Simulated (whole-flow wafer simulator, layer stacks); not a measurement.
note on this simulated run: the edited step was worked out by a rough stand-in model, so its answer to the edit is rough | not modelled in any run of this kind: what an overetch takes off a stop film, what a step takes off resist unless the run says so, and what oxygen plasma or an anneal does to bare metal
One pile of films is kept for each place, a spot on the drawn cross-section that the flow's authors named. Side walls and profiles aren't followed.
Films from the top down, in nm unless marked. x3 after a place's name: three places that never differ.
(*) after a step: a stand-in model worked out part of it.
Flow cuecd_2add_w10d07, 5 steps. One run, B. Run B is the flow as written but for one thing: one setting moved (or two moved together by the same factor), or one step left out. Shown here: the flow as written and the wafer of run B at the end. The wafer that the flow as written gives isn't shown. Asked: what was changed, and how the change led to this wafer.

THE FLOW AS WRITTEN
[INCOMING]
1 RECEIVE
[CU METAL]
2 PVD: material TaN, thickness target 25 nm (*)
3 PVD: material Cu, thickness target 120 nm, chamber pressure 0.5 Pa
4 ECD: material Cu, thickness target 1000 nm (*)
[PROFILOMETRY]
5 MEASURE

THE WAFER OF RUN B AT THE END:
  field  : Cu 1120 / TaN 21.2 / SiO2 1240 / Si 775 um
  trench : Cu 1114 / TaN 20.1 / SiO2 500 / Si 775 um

The cause: step 2, PVD: thickness target 21.2 nm was run, where the flow has thickness target 25 nm.
It can be read off the wafer: field has TaN 21.2, and step 2 as written asks for 25 nm.

How the change led to this, step by step:
  2 PVD: material TaN, thickness target 25 nm (*)
      field: TaN +21.2 (new film) (as written it would be: TaN +25 (new film))
      trench: TaN +20.1 (new film) (as written it would be: TaN +23.7 (new film))
